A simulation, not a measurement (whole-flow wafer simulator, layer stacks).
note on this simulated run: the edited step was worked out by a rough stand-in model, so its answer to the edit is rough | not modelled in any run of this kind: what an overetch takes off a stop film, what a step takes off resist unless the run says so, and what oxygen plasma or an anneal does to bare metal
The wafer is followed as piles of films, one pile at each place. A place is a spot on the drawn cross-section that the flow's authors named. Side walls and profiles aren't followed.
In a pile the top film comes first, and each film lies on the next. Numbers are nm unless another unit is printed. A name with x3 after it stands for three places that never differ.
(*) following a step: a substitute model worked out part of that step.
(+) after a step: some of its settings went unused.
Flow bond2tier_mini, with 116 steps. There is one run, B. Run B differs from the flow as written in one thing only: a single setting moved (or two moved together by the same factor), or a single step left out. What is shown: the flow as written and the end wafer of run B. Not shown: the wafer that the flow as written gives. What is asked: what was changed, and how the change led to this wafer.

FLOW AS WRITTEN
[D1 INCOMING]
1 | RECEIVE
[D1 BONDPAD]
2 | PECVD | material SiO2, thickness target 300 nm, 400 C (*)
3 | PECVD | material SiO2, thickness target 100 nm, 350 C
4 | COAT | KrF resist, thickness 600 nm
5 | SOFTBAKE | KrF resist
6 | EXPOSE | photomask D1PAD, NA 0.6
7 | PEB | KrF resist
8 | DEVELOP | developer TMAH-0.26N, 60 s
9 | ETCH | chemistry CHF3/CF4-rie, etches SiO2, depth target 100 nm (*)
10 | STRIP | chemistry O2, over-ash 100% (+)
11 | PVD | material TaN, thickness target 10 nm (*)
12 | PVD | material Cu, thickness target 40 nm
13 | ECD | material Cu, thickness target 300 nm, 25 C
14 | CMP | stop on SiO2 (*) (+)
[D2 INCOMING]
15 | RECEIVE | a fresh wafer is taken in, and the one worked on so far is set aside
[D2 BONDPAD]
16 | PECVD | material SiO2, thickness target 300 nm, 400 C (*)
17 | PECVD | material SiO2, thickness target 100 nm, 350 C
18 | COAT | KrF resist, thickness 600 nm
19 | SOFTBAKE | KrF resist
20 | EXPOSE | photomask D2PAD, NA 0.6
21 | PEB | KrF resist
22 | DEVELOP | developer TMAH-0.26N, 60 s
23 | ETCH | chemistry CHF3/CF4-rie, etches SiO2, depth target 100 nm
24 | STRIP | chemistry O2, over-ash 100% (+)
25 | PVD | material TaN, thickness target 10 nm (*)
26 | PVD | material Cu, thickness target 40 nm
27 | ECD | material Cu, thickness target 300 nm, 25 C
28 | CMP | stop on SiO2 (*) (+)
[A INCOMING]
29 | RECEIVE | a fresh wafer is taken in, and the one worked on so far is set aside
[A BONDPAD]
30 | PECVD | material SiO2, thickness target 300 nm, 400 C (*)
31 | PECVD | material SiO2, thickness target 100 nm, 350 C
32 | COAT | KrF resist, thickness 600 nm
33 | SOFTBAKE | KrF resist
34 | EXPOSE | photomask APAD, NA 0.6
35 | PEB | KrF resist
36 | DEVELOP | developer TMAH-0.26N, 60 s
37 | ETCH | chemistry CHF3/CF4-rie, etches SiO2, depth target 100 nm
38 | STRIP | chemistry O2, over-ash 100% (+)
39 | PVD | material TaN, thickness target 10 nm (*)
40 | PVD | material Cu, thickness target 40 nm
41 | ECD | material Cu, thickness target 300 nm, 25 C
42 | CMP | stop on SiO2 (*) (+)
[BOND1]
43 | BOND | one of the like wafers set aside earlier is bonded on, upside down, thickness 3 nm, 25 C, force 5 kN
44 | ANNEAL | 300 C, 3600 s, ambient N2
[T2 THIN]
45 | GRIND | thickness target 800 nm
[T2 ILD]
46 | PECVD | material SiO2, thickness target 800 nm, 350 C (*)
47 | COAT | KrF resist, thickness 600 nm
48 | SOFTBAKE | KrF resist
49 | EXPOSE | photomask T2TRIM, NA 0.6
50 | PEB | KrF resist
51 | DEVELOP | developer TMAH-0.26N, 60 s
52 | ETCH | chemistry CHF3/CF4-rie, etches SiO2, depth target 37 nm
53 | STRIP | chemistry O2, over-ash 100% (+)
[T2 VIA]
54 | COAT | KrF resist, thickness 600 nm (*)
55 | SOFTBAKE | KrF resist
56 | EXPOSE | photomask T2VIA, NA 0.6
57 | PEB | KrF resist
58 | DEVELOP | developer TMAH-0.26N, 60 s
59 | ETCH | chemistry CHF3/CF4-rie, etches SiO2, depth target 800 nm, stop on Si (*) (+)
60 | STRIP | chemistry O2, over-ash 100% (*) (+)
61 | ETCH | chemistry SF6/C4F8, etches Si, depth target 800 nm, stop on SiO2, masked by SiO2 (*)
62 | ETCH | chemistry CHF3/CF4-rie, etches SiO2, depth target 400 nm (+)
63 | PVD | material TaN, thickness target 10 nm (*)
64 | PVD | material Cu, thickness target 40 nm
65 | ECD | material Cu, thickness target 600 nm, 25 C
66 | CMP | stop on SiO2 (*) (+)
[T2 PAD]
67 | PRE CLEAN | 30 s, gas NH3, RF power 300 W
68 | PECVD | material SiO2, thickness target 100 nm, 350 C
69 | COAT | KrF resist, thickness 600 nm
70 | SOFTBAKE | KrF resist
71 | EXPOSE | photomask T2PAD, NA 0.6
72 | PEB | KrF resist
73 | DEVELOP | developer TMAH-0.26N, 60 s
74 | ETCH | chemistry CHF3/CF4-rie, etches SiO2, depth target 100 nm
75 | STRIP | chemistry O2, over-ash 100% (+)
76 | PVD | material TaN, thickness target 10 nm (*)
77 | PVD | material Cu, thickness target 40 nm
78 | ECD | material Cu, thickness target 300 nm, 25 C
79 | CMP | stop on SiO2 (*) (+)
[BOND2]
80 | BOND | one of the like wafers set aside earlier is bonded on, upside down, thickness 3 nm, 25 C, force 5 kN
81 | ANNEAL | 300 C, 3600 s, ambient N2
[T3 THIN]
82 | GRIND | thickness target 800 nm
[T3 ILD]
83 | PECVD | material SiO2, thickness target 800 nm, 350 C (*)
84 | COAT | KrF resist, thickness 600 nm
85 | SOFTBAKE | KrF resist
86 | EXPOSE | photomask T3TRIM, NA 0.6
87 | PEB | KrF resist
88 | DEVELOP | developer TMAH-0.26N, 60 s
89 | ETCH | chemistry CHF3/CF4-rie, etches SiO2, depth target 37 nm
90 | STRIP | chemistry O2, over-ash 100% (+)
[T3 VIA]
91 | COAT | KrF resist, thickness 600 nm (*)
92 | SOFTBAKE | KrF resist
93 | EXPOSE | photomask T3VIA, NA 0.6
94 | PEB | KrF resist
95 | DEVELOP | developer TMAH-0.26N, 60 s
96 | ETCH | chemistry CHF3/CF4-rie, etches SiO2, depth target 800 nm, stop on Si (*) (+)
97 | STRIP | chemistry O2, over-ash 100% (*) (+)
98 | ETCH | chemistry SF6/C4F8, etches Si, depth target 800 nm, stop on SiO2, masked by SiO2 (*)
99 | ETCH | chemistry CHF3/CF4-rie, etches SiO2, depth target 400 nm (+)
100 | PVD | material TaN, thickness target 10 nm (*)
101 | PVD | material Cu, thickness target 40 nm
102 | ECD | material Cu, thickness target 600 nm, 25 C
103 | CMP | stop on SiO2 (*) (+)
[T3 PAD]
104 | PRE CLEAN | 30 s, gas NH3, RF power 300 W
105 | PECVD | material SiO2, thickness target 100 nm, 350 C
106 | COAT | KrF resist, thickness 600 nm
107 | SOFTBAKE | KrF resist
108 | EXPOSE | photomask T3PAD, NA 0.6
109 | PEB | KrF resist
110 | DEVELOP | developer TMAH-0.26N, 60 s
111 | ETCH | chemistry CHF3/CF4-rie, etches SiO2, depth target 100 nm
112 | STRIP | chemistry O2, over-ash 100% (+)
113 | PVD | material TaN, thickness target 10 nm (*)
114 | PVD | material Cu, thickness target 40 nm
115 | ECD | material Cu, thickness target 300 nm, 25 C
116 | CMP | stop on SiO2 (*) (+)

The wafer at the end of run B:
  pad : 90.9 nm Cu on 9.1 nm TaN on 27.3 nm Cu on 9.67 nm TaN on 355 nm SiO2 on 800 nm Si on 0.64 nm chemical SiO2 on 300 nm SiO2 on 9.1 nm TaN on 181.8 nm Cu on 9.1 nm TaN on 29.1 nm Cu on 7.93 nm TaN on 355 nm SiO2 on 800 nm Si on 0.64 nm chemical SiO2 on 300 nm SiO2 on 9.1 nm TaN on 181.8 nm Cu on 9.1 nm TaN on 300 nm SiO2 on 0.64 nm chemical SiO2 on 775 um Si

The reason: step 63, PVD: thickness target 8.2 nm was run, though the flow has thickness target 10 nm.

Step by step, how the change led to this:
  63 | PVD | material TaN, thickness target 10 nm (*)
      field: +8.2 TaN (new film) (as written it would have been: +10 TaN (new film))
      pad: +7.93 TaN (new film) (as written it would have been: +9.67 TaN (new film))
  66 | CMP | stop on SiO2 (*) (+)
      field: -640 Cu (all of it), -8.2 TaN (all of it) (as written it would have been: -640 Cu (all of it), -10 TaN (all of it))
